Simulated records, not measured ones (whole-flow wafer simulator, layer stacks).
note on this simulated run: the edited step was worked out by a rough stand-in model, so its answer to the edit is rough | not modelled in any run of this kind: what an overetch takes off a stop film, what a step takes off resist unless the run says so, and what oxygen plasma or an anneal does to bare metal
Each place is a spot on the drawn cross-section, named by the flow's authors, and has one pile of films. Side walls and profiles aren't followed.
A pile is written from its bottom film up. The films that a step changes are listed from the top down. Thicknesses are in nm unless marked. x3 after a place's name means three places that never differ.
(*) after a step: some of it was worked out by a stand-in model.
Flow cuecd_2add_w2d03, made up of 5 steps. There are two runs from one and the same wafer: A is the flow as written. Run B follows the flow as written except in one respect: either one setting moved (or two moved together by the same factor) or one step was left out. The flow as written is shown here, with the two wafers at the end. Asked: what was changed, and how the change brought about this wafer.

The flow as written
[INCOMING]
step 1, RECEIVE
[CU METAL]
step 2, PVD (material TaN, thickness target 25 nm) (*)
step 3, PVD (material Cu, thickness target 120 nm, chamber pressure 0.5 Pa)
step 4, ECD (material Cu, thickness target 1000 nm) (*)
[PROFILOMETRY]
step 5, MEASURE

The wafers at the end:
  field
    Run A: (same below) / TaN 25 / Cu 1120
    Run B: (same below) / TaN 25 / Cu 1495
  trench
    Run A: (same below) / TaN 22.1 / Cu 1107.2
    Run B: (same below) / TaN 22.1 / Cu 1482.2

The reason: step 4, ECD: thickness target 1375 nm was run, whereas the flow has thickness target 1000 nm.

Step by step, how the change led to this:
  step 4, ECD (material Cu, thickness target 1000 nm) (*)
      field, trench: A Cu gains 1000 | B Cu gains 1375
